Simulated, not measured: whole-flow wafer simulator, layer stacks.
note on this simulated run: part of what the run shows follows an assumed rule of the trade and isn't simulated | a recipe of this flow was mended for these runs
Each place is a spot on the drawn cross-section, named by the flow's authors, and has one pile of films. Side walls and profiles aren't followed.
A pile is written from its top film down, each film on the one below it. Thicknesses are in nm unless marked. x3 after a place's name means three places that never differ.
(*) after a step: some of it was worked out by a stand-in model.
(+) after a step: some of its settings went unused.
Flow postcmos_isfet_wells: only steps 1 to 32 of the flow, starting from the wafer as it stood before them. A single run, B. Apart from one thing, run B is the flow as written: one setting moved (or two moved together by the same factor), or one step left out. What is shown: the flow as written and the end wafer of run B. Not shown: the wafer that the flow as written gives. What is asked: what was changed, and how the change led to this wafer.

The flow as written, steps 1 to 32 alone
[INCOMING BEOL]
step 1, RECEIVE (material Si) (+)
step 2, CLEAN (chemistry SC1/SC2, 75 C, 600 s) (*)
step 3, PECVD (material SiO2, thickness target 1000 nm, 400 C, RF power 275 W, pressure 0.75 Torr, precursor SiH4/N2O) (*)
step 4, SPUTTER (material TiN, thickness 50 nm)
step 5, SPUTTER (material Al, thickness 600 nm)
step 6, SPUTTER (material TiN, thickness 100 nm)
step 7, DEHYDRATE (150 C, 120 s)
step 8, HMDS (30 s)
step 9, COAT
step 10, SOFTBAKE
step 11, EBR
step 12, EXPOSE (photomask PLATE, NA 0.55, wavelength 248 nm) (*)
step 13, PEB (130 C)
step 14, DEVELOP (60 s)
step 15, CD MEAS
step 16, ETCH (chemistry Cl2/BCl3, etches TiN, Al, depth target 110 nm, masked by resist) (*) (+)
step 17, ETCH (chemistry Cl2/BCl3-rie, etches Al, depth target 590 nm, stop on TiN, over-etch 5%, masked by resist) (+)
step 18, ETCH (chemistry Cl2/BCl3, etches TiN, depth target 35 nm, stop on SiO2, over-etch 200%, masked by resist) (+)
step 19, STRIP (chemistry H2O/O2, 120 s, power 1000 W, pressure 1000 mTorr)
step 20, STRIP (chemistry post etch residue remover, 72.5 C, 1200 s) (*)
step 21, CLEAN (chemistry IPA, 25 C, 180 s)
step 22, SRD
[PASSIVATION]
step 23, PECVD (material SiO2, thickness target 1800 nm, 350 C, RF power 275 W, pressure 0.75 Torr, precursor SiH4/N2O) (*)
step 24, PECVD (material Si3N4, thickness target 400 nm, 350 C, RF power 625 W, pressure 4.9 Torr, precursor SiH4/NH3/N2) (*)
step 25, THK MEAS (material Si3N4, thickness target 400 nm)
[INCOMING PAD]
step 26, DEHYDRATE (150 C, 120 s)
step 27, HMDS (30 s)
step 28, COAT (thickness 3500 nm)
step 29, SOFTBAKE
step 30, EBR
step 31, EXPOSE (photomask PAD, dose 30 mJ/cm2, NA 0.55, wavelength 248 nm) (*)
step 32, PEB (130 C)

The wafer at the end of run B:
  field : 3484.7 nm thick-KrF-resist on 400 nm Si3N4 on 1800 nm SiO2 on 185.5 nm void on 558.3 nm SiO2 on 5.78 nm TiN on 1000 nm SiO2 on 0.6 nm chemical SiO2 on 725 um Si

What caused this: step 16, ETCH: depth target 68 nm was run, though the flow has depth target 110 nm.

The path from the change to this, step by step:
  step 16, ETCH (chemistry Cl2/BCl3, etches TiN, Al, depth target 110 nm, masked by resist) (*) (+)
      field: -68 TiN (it would be, as written: -100 TiN (all of it), -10 Al)
      margin x8: -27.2 thick-KrF-resist (it would be, as written: -44 thick-KrF-resist)
  step 17, ETCH (chemistry Cl2/BCl3-rie, etches Al, depth target 590 nm, stop on TiN, over-etch 5%, masked by resist) (+)
      field: -32 TiN (all of it), -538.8 Al (it would be, as written: -590 Al (all of it), -18.4 TiN)
  step 18, ETCH (chemistry Cl2/BCl3, etches TiN, depth target 35 nm, stop on SiO2, over-etch 200%, masked by resist) (+)
      field: -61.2 Al (all of it), -43.8 TiN (it would be, as written: -31.6 TiN (all of it), -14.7 SiO2)
      margin x8: -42 thick-KrF-resist (it would be, as written: -37.9 thick-KrF-resist)
  step 19, STRIP (chemistry H2O/O2, 120 s, power 1000 W, pressure 1000 mTorr)
      margin x8: -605 thick-KrF-resist (all of it) (it would be, as written: -592.4 thick-KrF-resist (all of it))
  step 23, PECVD (material SiO2, thickness target 1800 nm, 350 C, RF power 275 W, pressure 0.75 Torr, precursor SiH4/N2O) (*)
      field: +1800 SiO2 (new film), +185.5 void (new film), +558.3 SiO2 (new film) (it would be, as written: +1800 SiO2 (new film), +201.1 void (new film), +563.2 SiO2)
Taking metal films that touch as one body, field has 1 body; the flow as written gives 0 bodies.
